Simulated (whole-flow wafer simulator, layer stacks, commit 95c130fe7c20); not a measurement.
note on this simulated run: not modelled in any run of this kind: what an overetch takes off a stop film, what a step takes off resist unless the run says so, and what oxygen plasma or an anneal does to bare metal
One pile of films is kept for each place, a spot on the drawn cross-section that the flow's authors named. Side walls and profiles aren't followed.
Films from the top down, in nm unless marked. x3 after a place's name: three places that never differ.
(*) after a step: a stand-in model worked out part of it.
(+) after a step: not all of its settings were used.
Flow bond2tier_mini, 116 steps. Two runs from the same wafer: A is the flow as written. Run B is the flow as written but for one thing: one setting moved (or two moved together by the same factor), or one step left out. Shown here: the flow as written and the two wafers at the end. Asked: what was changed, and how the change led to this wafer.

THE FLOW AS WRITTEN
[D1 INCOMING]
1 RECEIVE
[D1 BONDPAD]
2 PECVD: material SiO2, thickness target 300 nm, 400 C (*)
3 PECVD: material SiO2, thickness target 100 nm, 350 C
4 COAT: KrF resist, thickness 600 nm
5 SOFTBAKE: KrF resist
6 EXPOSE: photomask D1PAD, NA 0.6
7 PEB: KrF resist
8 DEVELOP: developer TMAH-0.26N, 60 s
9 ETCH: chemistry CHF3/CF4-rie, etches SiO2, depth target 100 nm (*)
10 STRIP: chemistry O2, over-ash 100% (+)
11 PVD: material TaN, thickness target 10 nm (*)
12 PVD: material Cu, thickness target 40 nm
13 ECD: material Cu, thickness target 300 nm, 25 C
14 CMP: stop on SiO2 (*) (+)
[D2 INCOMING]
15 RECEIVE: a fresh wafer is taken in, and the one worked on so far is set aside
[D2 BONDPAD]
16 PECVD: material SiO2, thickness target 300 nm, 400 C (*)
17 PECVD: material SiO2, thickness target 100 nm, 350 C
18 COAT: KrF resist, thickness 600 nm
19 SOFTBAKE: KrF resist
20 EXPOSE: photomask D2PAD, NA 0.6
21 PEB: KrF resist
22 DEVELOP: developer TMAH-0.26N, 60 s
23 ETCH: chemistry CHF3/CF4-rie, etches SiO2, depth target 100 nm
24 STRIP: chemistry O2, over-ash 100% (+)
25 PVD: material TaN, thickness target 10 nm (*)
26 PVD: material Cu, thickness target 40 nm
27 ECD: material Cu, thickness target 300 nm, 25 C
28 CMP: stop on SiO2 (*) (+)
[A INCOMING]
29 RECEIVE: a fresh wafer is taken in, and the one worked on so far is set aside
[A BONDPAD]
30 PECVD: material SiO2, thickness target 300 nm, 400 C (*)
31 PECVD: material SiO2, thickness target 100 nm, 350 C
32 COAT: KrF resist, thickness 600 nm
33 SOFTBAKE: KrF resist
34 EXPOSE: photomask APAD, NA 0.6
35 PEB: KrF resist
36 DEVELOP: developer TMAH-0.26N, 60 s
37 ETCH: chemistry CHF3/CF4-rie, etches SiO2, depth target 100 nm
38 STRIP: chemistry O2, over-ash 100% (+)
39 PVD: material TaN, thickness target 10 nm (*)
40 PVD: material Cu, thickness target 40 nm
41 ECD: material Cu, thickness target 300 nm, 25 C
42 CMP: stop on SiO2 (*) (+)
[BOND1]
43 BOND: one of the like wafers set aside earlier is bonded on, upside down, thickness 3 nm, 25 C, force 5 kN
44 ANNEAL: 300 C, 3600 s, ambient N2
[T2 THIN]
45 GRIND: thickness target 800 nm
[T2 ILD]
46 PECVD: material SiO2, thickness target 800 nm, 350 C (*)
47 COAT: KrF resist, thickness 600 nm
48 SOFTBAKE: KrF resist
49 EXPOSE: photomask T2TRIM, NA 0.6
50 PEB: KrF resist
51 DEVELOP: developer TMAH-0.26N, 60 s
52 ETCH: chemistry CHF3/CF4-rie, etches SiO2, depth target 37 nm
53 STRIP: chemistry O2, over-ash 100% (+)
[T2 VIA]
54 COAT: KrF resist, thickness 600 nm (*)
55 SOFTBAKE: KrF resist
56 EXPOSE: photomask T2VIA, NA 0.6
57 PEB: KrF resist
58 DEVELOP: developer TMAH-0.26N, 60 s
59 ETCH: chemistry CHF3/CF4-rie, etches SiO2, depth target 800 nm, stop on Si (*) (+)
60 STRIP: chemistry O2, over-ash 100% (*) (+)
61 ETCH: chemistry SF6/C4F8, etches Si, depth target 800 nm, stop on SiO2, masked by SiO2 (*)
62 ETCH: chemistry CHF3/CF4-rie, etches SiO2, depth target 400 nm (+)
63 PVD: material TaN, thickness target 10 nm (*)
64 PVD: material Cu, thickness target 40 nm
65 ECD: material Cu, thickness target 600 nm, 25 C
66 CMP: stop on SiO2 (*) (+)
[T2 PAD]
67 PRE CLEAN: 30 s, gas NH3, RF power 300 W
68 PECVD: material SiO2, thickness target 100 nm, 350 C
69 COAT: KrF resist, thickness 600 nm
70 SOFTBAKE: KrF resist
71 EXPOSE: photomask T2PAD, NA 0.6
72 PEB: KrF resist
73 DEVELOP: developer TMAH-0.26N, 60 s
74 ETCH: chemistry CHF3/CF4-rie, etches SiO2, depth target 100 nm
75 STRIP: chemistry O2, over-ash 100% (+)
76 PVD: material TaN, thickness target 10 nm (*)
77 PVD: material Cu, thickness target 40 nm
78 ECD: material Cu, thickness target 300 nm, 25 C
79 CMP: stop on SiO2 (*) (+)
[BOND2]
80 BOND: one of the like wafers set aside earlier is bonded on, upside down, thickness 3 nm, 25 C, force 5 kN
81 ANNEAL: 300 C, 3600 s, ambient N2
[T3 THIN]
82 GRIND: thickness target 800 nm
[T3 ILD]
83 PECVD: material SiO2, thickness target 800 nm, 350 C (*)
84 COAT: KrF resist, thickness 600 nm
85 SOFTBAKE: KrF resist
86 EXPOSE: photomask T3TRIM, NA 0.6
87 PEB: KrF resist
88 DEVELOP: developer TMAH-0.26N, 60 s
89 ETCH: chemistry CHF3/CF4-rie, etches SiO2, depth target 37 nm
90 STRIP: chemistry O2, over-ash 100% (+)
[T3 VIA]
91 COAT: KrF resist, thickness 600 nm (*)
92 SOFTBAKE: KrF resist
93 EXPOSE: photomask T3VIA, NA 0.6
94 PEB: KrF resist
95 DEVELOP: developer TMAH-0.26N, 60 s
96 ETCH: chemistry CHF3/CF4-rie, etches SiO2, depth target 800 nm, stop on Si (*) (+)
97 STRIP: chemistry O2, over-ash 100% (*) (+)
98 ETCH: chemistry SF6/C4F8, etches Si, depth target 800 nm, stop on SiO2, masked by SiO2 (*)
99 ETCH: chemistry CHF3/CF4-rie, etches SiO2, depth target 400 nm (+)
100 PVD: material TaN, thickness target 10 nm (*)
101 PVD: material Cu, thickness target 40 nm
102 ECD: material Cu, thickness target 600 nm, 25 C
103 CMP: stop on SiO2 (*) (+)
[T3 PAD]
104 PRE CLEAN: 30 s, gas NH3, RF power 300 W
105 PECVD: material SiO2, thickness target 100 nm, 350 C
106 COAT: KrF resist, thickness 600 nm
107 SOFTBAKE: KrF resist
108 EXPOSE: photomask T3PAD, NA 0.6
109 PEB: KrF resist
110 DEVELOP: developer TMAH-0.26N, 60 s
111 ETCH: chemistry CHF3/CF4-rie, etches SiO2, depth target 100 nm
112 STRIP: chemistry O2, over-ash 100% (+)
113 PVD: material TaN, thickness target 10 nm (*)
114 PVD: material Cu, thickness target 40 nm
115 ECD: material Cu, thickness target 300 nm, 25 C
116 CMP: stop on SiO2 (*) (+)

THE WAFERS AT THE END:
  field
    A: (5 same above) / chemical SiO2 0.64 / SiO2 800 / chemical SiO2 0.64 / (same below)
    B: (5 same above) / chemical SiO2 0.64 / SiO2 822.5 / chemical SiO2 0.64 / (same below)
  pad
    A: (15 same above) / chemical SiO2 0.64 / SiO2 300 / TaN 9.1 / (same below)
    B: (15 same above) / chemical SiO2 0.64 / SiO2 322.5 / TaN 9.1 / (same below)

The cause: step 3, PECVD: thickness target 122.5 nm was run, where the flow has thickness target 100 nm.

How the change led to this, step by step:
  3 PECVD: material SiO2, thickness target 100 nm, 350 C
      field, pad, via: A SiO2 +100 | B SiO2 +122.5
  43 BOND: one of the like wafers set aside earlier is bonded on, upside down, thickness 3 nm, 25 C, force 5 kN
      field: A Si +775 um (new film), chemical SiO2 +0.64 (new film), SiO2 +400 | B Si +775 um (new film), chemical SiO2 +0.64 (new film), SiO2 +422.5
      pad: A Si +775 um (new film), chemical SiO2 +0.64 (new film), SiO2 +300 (new film), TaN +9.1 (new film), Cu +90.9 | B Si +775 um (new film), chemical SiO2 +0.64 (new film), SiO2 +322.5 (new film), TaN +9.1 (new film), Cu +90.9
      (and at 1 more place)
